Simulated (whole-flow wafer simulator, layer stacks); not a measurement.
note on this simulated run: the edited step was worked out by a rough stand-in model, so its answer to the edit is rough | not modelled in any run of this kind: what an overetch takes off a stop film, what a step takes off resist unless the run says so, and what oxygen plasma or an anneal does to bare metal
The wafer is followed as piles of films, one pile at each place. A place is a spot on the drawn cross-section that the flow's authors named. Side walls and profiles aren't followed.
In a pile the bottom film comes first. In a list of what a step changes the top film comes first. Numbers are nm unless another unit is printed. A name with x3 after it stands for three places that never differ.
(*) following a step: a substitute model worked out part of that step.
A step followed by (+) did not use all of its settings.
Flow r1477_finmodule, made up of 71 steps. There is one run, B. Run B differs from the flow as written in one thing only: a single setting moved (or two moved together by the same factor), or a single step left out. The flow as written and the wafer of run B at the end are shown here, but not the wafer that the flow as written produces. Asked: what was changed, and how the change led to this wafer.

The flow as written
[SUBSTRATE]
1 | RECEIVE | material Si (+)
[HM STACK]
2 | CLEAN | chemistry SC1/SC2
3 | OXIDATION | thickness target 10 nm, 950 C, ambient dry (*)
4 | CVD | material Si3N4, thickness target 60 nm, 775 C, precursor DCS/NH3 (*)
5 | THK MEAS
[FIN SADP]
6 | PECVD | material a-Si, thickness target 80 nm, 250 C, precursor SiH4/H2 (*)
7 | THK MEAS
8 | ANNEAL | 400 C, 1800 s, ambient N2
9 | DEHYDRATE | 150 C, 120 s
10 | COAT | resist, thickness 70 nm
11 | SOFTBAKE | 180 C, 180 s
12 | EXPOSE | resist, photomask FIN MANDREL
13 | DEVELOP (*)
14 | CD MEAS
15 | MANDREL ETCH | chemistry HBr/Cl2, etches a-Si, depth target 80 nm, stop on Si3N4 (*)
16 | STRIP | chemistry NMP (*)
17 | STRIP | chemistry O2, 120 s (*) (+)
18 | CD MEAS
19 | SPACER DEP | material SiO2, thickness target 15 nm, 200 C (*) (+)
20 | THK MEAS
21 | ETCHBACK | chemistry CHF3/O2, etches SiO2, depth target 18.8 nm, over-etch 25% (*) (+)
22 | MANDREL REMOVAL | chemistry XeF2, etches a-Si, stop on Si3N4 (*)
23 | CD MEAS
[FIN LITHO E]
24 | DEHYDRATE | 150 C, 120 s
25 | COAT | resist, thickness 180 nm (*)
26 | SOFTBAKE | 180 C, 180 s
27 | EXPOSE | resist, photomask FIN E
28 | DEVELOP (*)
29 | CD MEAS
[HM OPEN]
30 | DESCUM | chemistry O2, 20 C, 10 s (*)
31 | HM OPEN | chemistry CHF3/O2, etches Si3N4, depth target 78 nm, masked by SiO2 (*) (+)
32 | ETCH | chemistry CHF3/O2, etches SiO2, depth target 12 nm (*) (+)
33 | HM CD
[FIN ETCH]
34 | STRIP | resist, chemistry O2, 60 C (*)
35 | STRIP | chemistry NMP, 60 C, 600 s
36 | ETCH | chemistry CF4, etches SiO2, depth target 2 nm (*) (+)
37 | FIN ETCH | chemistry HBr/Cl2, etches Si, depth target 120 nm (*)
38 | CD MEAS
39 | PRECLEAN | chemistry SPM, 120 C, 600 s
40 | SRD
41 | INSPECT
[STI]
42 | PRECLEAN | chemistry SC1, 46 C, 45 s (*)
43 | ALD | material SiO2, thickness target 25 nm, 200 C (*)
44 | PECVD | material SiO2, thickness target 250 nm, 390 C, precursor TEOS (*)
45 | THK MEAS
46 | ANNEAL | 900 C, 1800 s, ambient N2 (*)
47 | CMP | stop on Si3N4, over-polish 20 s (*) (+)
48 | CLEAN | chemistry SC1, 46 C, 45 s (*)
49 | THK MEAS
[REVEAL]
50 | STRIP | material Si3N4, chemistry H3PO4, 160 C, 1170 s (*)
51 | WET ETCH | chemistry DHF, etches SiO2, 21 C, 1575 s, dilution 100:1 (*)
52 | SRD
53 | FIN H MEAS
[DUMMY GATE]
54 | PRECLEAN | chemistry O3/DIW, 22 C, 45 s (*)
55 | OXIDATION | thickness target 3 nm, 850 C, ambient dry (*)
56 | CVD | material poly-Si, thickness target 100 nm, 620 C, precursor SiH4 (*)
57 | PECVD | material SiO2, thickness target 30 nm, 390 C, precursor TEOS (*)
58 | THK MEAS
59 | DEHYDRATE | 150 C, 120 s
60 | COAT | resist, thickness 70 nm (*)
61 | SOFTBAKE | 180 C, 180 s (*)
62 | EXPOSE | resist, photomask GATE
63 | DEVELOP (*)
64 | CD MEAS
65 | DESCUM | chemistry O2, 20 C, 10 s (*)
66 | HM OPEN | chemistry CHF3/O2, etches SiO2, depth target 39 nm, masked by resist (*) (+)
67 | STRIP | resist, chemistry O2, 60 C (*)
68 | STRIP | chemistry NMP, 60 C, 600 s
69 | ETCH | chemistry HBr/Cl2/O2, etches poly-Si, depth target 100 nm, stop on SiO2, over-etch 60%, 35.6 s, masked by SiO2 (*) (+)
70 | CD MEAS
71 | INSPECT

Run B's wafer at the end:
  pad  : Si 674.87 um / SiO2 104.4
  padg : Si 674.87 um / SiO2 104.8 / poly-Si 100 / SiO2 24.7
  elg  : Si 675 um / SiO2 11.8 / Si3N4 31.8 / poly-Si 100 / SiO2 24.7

Cause: step 3, OXIDATION: thickness target 11.8 nm was run, though the flow has thickness target 10 nm.
One can read it off the wafer: elg has SiO2 11.8, and step 3 as written asks for 10 nm.

Step by step, how the change led to this:
  3 | OXIDATION | thickness target 10 nm, 950 C, ambient dry (*)
      pad, padg, elg and 33 more: +11.8 SiO2 (new film), -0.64 chemical SiO2 (all of it), -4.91 Si (it would be, as written: +10 SiO2 (new film), -0.64 chemical SiO2 (all of it), -4.12 Si)
  31 | HM OPEN | chemistry CHF3/O2, etches Si3N4, depth target 78 nm, masked by SiO2 (*) (+)
      pad, padg, esg and 13 more: -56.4 Si3N4 (all of it), -10.8 SiO2 (it would be, as written: -56.4 Si3N4 (all of it), -10 SiO2 (all of it))
  32 | ETCH | chemistry CHF3/O2, etches SiO2, depth target 12 nm (*) (+)
      pad, padg, e40sg and 11 more: -0.99 SiO2 (all of it), -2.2 Si (it would be, as written: -2.4 Si)
      esg, eso: -0.99 SiO2 (all of it), -2.2 Si (it would be, as written: -1.77 Si)
      (also at 6 further places)
  47 | CMP | stop on Si3N4, over-polish 20 s (*) (+)
      pad, padg, e40sg and 11 more: -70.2 SiO2 (it would be, as written: -71.8 SiO2)
      eso: -70.2 SiO2 (it would be, as written: -72.4 SiO2)
  51 | WET ETCH | chemistry DHF, etches SiO2, 21 C, 1575 s, dilution 100:1 (*)
      s40sg_line, s45sg_line, s50sg_line, s40so_line, s45so_line, s50so_line: -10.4 SiO2 (all of it) (it would be, as written: -8.63 SiO2 (all of it))
  67 | STRIP | resist, chemistry O2, 60 C (*)
      s40sg: -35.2 resist (all of it) (it would be, as written: -36.9 resist (all of it))
      s45sg: -35.1 resist (all of it) (it would be, as written: -36.9 resist (all of it))
      (also at 1 further place)
